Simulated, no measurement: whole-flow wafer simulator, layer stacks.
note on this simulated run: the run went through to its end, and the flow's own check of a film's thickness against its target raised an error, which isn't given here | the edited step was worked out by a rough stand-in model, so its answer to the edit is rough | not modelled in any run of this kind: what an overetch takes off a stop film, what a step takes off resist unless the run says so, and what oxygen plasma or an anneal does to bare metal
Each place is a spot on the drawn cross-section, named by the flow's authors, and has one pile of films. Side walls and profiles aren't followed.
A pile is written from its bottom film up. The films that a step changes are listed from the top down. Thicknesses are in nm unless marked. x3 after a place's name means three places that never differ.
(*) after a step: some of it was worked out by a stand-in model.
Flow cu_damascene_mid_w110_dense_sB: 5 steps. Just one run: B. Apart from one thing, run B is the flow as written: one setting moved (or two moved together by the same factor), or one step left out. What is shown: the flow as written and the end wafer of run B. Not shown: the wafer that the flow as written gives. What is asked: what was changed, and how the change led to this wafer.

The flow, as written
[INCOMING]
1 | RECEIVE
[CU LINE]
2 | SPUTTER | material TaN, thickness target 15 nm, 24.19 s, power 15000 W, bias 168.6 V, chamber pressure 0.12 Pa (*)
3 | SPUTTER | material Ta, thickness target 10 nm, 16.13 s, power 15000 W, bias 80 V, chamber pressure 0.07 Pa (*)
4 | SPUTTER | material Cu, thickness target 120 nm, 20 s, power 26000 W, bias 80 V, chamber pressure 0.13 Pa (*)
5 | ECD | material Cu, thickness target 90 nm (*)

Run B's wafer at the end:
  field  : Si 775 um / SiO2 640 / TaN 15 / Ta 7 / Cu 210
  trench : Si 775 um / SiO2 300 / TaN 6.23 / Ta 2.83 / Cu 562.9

Cause: step 3, SPUTTER: 11.29 s was run, though the flow has 16.13 s.

The path from the change to this, step by step:
  3 | SPUTTER | material Ta, thickness target 10 nm, 16.13 s, power 15000 W, bias 80 V, chamber pressure 0.07 Pa (*)
      field: Ta gains 7 (new film) (it would be, as written: Ta gains 10 (new film))
      trench: Ta gains 2.83 (new film) (it would be, as written: Ta gains 4.05 (new film))
